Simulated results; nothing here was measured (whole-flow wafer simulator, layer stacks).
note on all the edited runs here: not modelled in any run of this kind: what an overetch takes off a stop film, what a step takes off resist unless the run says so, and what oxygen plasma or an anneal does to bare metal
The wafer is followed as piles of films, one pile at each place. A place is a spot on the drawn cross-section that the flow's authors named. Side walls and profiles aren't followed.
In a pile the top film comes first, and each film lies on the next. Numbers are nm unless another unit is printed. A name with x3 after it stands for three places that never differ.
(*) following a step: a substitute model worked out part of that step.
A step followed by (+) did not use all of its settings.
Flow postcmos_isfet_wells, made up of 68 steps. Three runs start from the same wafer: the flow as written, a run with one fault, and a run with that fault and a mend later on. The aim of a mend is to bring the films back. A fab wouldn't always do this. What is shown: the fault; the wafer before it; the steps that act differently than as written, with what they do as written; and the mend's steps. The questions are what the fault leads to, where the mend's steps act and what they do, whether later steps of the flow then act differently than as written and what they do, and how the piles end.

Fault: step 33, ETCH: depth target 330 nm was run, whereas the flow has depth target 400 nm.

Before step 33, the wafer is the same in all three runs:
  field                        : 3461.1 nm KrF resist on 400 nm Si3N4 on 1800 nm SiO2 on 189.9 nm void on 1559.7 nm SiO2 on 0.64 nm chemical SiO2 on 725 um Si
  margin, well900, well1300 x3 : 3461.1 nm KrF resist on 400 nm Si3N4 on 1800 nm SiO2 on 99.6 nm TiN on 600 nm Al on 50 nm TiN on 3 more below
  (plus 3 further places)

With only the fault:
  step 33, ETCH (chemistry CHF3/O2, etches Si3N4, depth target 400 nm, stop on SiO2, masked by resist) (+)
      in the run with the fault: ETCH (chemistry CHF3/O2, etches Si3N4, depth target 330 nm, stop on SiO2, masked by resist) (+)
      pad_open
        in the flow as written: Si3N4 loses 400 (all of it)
        in the run with the fault: Si3N4 loses 330
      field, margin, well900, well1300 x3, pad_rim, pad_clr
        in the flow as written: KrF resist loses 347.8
        in the run with the fault: KrF resist loses 287
  Later steps of the flow acting differently than as written (8 other steps are not shown; they differ only slightly, by no more than 2% or 0.5 nm, whichever is larger):
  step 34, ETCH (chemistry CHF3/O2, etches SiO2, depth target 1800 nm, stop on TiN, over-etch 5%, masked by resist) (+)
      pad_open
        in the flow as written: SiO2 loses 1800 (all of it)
        in the run with the fault: Si3N4 loses 70 (all of it), SiO2 loses 1726.5
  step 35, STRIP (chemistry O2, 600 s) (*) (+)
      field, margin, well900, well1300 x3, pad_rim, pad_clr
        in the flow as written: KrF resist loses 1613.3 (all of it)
        in the run with the fault: KrF resist loses 1674.2 (all of it)
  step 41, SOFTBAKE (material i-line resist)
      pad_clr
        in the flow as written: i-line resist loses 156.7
        in the run with the fault: i-line resist loses 149.3
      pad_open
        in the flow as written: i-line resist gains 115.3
        in the run with the fault: i-line resist gains 112.1
  The piles end different from the flow's at pad_open by more than 2% or 0.5 nm, whichever is larger.
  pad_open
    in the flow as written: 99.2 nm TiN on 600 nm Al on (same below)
    in the run with the fault: 73.5 nm SiO2 on 99.6 nm TiN on 600 nm Al on (same below)

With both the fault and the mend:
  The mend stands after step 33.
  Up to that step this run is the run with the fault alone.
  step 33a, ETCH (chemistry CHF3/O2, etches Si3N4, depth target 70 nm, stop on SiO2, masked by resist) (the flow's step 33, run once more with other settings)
      field, margin, well900, well1300 x3, pad_rim, pad_clr
        KrF resist loses 60.9
      pad_open
        Si3N4 loses 70 (all of it)
  None of the later steps of the flow acts differently than as written at any place that is followed.
  By the end, the piles equal the flow's at every place that both follow.
